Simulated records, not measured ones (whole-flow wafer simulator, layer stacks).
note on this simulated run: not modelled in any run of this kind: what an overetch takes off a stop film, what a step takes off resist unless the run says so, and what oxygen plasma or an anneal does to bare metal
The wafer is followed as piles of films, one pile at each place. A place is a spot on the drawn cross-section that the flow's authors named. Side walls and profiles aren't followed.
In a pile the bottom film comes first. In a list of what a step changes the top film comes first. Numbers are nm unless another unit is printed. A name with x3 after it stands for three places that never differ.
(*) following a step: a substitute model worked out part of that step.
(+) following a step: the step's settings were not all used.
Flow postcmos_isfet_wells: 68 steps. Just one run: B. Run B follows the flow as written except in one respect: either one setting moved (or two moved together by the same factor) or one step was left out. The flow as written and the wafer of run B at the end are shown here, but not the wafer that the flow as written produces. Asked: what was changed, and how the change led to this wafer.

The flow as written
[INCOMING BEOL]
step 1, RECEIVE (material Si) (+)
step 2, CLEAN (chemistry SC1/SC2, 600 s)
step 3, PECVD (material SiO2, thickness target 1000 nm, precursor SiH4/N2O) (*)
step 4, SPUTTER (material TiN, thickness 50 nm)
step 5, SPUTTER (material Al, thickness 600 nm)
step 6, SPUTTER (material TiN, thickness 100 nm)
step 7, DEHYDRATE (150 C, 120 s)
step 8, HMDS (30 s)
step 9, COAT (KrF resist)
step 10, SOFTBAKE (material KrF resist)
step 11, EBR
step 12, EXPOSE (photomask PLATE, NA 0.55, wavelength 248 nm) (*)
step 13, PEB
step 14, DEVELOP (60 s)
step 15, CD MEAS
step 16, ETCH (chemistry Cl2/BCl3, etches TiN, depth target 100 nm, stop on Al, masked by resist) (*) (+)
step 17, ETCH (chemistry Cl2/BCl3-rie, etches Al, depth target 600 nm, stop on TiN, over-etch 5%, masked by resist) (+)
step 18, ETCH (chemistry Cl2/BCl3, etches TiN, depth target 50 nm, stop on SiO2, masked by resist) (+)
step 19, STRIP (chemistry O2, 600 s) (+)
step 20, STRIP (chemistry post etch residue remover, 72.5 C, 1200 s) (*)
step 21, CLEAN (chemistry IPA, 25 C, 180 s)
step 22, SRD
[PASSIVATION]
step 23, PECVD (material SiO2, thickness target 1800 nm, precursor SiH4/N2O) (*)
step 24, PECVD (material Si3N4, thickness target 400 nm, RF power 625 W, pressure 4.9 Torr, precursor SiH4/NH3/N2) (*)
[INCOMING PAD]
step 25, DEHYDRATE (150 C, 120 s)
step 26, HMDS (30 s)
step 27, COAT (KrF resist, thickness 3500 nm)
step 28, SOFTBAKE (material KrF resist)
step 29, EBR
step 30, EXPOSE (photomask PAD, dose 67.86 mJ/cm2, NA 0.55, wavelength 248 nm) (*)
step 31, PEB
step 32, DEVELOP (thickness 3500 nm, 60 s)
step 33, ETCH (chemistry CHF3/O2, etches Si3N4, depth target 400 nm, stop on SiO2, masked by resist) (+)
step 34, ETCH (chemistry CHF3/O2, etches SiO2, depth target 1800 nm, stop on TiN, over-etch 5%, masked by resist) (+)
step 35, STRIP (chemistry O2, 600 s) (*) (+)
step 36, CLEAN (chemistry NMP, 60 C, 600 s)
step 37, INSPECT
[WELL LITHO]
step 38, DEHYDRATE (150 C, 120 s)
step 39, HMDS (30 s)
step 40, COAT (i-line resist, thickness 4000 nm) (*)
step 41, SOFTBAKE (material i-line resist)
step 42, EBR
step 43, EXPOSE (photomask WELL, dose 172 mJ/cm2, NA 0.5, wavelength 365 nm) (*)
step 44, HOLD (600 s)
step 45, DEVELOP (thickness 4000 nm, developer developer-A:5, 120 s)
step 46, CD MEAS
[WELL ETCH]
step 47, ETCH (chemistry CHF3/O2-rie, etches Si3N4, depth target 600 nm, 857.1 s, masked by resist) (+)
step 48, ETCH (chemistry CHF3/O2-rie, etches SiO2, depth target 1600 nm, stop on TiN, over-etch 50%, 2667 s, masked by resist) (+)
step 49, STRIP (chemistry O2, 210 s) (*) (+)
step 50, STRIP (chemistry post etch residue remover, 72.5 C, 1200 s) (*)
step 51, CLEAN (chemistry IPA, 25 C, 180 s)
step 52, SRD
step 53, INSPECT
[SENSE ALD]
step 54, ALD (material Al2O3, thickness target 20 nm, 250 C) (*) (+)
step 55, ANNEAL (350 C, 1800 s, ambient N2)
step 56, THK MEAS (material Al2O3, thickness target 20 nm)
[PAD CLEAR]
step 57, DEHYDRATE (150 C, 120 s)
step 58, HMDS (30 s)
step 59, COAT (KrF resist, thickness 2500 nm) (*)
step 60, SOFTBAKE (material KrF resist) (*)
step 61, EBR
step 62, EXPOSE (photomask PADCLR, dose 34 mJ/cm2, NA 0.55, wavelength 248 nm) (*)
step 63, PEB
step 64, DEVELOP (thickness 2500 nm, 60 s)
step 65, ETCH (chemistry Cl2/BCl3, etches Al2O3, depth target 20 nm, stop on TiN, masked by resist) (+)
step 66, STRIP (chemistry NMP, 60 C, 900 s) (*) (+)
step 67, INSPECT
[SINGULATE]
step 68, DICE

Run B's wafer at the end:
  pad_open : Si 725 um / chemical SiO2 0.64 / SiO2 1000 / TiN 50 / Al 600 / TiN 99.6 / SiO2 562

The reason: step 34, ETCH: depth target 1238 nm was run, though the flow has depth target 1800 nm.

Step by step, how the change led to this:
  step 34, ETCH (chemistry CHF3/O2, etches SiO2, depth target 1800 nm, stop on TiN, over-etch 5%, masked by resist) (+)
      pad_open: -1238 SiO2 (as written it would have been: -1800 SiO2 (all of it))
      field, margin, well900, well1300, well2000, well3000, pad_rim, pad_clr: -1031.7 KrF resist (as written it would have been: -1500 KrF resist)
  step 35, STRIP (chemistry O2, 600 s) (*) (+)
      field, margin, well900, well1300, well2000, well3000, pad_rim, pad_clr: -2106.8 KrF resist (all of it) (as written it would have been: -1638.4 KrF resist (all of it))
  step 40, COAT (i-line resist, thickness 4000 nm) (*)
      pad_clr: +3435 i-line resist (new film) (as written it would have been: +3256.8 i-line resist (new film))
      pad_open: +4602.1 i-line resist (new film) (as written it would have been: +4804.7 i-line resist (new film))
  step 41, SOFTBAKE (material i-line resist)
      pad_clr: -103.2 i-line resist (as written it would have been: -156.7 i-line resist)
      pad_open: +89.2 i-line resist (as written it would have been: +115.3 i-line resist)
  step 49, STRIP (chemistry O2, 210 s) (*) (+)
      pad_clr: -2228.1 i-line resist (all of it) (as written it would have been: -1996.5 i-line resist (all of it))
      pad_open: -3587.7 i-line resist (all of it) (as written it would have been: -3816.3 i-line resist (all of it))
  step 59, COAT (KrF resist, thickness 2500 nm) (*)
      pad_rim: +2107.7 KrF resist (new film) (as written it would have been: +1976.4 KrF resist (new film))
      pad_clr: +1885.5 KrF resist (new film) (as written it would have been: +1691.6 KrF resist (new film))
      (and at 1 other place as well)
  step 60, SOFTBAKE (material KrF resist) (*)
      pad_rim: -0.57 KrF resist (as written it would have been: nothing)
      pad_clr: -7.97 KrF resist (as written it would have been: -9.57 KrF resist)
  step 64, DEVELOP (thickness 2500 nm, 60 s)
      pad_clr: -1877.5 KrF resist (all of it) (as written it would have been: -1682 KrF resist (all of it))
      pad_open: -2922.2 KrF resist (all of it) (as written it would have been: -3067.2 KrF resist (all of it))
  step 66, STRIP (chemistry NMP, 60 C, 900 s) (*) (+)
      pad_rim: -2068.4 KrF resist (all of it) (as written it would have been: -1937.7 KrF resist (all of it))
